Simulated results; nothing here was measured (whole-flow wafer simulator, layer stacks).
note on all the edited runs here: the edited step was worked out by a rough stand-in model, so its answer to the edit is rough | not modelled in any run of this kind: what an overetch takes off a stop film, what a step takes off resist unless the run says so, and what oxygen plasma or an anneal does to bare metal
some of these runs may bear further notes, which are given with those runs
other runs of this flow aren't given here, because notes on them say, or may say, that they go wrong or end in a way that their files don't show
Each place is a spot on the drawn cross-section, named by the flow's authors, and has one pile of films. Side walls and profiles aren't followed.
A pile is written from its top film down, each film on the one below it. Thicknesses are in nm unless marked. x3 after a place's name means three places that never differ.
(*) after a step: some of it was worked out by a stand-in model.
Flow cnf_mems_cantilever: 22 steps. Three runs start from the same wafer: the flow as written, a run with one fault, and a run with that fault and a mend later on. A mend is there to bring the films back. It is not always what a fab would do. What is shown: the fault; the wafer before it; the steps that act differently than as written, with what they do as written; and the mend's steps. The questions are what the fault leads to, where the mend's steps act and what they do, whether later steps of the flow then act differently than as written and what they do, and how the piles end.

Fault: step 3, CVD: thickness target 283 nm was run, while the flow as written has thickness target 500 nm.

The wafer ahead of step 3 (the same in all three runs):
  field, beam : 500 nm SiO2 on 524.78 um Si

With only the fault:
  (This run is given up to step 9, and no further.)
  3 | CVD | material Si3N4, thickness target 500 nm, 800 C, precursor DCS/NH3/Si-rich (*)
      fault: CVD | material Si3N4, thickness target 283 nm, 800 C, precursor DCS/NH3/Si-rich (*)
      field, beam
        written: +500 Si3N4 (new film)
        fault: +283 Si3N4 (new film)
  Later steps of the flow up to step 9 that are run all act as written at every place that is followed.
  The piles after step 9 differ from the flow's at field, beam by more than 2% or 0.5 nm, whichever is larger.
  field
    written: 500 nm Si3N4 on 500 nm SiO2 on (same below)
    fault: 283 nm Si3N4 on 500 nm SiO2 on (same below)
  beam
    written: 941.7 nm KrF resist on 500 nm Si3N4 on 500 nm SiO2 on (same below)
    fault: 941.7 nm KrF resist on 283 nm Si3N4 on 500 nm SiO2 on (same below)

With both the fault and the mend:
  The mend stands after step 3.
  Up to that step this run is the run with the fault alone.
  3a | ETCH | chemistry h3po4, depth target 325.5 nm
      field, beam
        -283 Si3N4 (all of it)
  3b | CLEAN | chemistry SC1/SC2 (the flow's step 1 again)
      leaves every film unchanged at each place that is followed
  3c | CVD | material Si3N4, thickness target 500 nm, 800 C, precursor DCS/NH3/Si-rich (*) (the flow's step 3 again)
      field, beam
        +500 Si3N4 (new film)
  Later steps of the flow that are run all act as written at every place that is followed.
  At every place that both follow, the piles at the end match the flow's.
